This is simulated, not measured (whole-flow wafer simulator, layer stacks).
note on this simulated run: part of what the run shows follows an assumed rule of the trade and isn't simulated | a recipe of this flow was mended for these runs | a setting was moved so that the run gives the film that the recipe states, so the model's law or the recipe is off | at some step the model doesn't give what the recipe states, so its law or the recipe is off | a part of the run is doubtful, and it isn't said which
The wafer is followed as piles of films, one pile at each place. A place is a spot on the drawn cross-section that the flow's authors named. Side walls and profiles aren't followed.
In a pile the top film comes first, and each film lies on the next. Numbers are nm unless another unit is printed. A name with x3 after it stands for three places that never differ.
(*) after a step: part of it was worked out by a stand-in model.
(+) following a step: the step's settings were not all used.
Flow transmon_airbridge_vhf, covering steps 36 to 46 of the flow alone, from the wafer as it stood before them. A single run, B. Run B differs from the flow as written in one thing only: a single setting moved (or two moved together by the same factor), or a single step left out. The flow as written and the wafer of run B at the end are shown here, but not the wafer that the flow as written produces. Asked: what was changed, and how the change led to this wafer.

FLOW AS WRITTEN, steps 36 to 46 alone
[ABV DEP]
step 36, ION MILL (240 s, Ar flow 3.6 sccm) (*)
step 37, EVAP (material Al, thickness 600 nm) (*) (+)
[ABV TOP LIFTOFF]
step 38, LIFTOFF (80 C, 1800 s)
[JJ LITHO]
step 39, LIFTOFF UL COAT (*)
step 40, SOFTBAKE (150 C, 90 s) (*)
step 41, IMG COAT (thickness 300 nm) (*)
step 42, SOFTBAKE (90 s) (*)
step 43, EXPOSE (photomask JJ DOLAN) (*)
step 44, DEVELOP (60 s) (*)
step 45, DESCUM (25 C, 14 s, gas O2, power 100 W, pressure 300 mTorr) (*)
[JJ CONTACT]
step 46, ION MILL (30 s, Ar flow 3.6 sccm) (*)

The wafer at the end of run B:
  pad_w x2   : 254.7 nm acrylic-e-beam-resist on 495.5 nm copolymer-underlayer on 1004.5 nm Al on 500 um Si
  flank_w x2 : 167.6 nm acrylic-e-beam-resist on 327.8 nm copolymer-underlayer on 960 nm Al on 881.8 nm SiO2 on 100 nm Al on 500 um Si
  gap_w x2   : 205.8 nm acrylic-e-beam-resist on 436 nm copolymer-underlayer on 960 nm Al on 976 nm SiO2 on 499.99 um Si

What caused this: step 37, EVAP: thickness 960 nm was run, while the flow as written has thickness 600 nm.
One can read it off the wafer: flank_w x2 has Al 960, and step 37 as written asks for 600 nm.

How this came from the change, step by step:
  step 37, EVAP (material Al, thickness 600 nm) (*) (+)
      field x3, jj_line, ground_far and 10 more: +960 Al (new film) (in the flow as written it would be: +600 Al (new film))
      pad_w x2: +945.8 Al (in the flow as written it would be: +591.1 Al)
  step 38, LIFTOFF (80 C, 1800 s)
      field x3, jj_line, trace_open_s x2: -960 Al (all of it), -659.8 i-line-resist (all of it), -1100 lift-off-underlayer (all of it), -240 acrylic-e-beam-resist (all of it) (in the flow as written it would be: -600 Al (all of it), -659.8 i-line-resist (all of it), -1100 lift-off-underlayer (all of it), -240 acrylic-e-beam-resist (all of it))
      margin_s, margin_n: -960 Al (all of it), -378.2 i-line-resist (all of it), -823.4 lift-off-underlayer (all of it), -168.6 acrylic-e-beam-resist (all of it) (in the flow as written it would be: -600 Al (all of it), -378.2 i-line-resist (all of it), -823.4 lift-off-underlayer (all of it), -168.6 acrylic-e-beam-resist (all of it))
      (as well as at 1 more place)
  step 39, LIFTOFF UL COAT (*)
      pad_w x2: +495.5 copolymer-underlayer (new film) (in the flow as written it would be: +513.6 copolymer-underlayer (new film))
      flank_w x2: +327.8 copolymer-underlayer (new film) (in the flow as written it would be: +308 copolymer-underlayer (new film))
      (as well as at 6 more places)
  step 41, IMG COAT (thickness 300 nm) (*)
      pad_w x2: +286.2 acrylic-e-beam-resist (new film) (in the flow as written it would be: +300.2 acrylic-e-beam-resist (new film))
      flank_w x2: +199.1 acrylic-e-beam-resist (new film) (in the flow as written it would be: +217.1 acrylic-e-beam-resist (new film))
      (as well as at 6 more places)
